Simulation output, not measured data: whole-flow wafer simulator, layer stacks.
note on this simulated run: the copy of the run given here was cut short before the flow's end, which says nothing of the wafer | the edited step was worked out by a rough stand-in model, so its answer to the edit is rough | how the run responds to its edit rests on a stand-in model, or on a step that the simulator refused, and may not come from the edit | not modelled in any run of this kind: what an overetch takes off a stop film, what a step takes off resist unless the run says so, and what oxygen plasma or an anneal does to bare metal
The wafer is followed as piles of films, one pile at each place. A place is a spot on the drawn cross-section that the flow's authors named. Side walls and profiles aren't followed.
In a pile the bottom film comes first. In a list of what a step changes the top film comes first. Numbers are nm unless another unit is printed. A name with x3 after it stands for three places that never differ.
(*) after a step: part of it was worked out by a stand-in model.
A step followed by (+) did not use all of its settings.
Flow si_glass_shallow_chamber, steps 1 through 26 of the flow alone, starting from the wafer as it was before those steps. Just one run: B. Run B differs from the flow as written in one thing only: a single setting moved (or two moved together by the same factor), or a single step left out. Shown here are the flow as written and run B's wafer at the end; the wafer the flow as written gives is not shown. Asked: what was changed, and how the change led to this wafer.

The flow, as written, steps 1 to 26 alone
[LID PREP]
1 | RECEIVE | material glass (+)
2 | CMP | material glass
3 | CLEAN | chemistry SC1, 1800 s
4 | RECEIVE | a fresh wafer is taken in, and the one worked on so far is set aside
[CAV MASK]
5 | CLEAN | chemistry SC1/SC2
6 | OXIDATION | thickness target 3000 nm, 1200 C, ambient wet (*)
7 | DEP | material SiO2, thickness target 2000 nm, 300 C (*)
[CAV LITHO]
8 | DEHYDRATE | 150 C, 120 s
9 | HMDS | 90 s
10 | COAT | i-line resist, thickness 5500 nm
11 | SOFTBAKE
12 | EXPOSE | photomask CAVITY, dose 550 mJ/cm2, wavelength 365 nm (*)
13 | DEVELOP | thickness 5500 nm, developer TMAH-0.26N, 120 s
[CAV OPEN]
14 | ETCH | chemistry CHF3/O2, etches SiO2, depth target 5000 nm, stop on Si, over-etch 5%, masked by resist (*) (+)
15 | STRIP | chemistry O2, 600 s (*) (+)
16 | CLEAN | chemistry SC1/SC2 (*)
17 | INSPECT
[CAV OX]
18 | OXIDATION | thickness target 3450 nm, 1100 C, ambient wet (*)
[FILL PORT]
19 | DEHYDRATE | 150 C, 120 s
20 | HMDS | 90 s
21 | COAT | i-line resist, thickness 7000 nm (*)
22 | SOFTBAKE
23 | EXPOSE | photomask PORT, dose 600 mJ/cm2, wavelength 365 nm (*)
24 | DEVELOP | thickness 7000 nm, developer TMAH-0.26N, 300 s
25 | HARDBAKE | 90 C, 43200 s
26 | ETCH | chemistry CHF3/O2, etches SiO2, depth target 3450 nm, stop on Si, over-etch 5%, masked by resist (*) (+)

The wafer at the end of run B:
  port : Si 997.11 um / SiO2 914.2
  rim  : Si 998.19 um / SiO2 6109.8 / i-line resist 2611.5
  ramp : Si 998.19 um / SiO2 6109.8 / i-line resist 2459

What caused this: step 26, ETCH: depth target 2415 nm was run, while the flow as written has depth target 3450 nm.

Step by step, how the change led to this:
  26 | ETCH | chemistry CHF3/O2, etches SiO2, depth target 3450 nm, stop on Si, over-etch 5%, masked by resist (*) (+)
      port: SiO2 loses 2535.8 (as written it would have been: SiO2 loses 3450 (all of it), Si loses 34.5)
      rim, ramp, cav, ring: i-line resist loses 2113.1 (as written it would have been: i-line resist loses 3018.8)
      (also at 1 further place)
